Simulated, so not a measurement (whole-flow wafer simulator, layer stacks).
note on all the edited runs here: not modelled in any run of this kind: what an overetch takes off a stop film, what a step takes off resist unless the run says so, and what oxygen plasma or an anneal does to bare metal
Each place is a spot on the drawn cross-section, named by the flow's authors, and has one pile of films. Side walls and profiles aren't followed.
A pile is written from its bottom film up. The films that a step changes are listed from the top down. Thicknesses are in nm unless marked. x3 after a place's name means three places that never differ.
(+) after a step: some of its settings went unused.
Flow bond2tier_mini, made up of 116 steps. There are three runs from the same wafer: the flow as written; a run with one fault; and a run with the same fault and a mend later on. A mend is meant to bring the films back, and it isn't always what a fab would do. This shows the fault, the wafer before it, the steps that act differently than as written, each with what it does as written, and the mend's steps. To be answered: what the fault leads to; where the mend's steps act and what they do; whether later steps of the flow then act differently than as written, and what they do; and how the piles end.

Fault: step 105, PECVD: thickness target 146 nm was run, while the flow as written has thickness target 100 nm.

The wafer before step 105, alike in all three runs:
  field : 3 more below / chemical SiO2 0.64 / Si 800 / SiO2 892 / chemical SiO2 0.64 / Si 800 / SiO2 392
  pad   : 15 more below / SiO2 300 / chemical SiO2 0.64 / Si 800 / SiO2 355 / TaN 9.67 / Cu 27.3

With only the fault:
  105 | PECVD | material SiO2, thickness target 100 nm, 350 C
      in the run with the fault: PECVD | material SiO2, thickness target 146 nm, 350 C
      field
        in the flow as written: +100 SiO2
        in the run with the fault: +146 SiO2
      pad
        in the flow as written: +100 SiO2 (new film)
        in the run with the fault: +146 SiO2 (new film)
  Later steps of the flow acting differently than as written:
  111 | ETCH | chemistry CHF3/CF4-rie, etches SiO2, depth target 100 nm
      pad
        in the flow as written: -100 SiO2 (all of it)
        in the run with the fault: -100 SiO2
  The piles end different from the flow's at field, pad by more than 2% or 0.5 nm, whichever is larger.
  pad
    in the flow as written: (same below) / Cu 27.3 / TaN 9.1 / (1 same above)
    in the run with the fault: (same below) / Cu 27.3 / SiO2 46 / TaN 9.1 / (1 same above)
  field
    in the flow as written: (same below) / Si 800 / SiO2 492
    in the run with the fault: (same below) / Si 800 / SiO2 538

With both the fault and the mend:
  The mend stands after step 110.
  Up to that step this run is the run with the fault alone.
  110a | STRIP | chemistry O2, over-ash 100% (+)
      field
        -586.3 KrF resist (all of it)
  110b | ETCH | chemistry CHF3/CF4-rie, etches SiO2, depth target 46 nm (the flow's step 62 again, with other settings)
      field, pad
        -46 SiO2
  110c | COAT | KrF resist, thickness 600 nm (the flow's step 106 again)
      field, pad
        +600 KrF resist (new film)
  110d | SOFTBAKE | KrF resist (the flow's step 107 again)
      does not change any film at any place that is followed
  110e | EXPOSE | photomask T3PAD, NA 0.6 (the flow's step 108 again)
      does not change any film at any place that is followed
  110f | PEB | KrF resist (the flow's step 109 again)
      does not change any film at any place that is followed
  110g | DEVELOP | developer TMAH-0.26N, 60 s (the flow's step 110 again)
      field
        -13.7 KrF resist
      pad
        -600 KrF resist (all of it)
  Later steps of the flow that are run all act as written at every place that is followed.
  The piles end the same as the flow's at every place that both follow.
